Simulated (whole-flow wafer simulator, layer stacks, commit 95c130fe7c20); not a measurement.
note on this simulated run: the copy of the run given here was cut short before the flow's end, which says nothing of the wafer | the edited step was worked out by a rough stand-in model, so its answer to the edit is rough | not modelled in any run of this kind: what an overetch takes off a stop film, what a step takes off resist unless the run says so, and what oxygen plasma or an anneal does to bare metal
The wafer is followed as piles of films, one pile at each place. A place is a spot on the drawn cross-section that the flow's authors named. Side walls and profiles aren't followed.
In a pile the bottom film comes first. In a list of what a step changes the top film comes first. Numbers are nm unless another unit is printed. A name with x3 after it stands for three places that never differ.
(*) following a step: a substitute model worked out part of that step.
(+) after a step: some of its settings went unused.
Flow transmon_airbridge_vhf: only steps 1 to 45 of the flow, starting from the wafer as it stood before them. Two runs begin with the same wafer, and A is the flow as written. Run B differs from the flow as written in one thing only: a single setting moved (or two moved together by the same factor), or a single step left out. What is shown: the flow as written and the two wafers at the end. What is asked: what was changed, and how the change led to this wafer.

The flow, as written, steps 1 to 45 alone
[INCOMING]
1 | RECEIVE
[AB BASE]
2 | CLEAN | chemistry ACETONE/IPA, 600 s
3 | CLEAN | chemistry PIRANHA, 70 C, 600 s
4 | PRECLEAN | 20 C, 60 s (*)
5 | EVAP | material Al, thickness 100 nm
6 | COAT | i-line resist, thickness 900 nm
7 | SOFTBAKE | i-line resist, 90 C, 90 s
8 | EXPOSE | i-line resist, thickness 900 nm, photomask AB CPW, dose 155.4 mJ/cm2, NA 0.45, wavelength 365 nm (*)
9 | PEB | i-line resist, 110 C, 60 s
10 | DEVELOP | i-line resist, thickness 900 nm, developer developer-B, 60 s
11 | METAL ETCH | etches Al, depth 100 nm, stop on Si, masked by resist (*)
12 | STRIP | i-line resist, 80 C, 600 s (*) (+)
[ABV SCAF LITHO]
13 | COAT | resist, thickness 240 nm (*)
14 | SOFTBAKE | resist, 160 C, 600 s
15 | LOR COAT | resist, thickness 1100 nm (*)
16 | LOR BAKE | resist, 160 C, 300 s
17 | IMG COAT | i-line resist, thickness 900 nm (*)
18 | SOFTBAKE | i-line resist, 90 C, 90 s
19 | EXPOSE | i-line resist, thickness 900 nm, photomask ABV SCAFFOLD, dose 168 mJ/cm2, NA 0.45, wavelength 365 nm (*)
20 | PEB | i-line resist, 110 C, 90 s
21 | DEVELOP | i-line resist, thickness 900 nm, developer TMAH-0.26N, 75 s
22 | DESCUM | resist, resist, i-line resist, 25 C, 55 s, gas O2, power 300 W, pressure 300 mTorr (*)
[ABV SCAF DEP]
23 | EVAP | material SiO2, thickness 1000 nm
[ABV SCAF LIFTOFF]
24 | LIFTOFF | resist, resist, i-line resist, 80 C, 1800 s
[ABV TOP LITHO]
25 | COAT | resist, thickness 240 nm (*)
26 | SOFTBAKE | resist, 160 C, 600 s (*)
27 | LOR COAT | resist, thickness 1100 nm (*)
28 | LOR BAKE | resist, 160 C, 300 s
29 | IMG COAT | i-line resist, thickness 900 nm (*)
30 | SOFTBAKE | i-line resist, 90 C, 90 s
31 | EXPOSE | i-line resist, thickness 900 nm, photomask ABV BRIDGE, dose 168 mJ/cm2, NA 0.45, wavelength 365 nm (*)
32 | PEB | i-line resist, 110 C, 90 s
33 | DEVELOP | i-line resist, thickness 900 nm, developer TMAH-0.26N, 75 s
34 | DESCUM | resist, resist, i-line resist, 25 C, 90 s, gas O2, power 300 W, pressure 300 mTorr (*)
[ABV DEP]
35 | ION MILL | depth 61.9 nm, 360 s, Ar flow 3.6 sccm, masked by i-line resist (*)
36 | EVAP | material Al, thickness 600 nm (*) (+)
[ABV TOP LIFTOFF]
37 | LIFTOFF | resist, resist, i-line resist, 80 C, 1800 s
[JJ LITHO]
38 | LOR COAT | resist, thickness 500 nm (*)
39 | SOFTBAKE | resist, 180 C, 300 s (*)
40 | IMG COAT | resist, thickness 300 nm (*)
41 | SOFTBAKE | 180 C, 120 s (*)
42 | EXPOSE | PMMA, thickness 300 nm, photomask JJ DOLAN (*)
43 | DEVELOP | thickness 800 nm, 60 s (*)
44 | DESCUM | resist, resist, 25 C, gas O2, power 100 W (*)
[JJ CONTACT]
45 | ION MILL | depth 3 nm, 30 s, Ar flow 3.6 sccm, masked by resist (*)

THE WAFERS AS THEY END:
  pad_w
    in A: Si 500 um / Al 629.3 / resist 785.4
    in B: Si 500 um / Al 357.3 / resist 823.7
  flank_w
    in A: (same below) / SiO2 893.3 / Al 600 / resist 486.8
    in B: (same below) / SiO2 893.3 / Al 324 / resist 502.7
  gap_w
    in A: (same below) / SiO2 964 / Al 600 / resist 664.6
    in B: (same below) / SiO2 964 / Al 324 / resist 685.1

The reason: step 36, EVAP: thickness 324 nm was run, while the flow as written has thickness 600 nm.
The wafer itself shows it: flank_w has Al 324, and step 36 as written asks for 600 nm.

How this came from the change, step by step:
  36 | EVAP | material Al, thickness 600 nm (*) (+)
      field x3, jj_line, ground_far and 10 more: A +600 Al (new film) | B +324 Al (new film)
      pad_w, pad_e: A +591.2 Al | B +319.3 Al
  37 | LIFTOFF | resist, resist, i-line resist, 80 C, 1800 s
      field x3, jj_line, trace_open_s x2: A -600 Al (all of it), -600 i-line resist (all of it), -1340 resist (all of it) | B -324 Al (all of it), -600 i-line resist (all of it), -1340 resist (all of it)
      margin_s, margin_n: A -600 Al (all of it), -318.3 i-line resist (all of it), -992 resist (all of it) | B -324 Al (all of it), -318.3 i-line resist (all of it), -992 resist (all of it)
      (also at 1 further place)
  38 | LOR COAT | resist, thickness 500 nm (*)
      pad_w, pad_e: A +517 resist (new film) | B +542.4 resist (new film)
      flank_w, flank_e: A +306.5 resist (new film) | B +312.9 resist (new film)
      (also at 6 further places)
  40 | IMG COAT | resist, thickness 300 nm (*)
      pad_w, pad_e: A +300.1 resist | B +313.1 resist
      flank_w, flank_e: A +212.1 resist | B +221.5 resist
      (also at 4 further places)
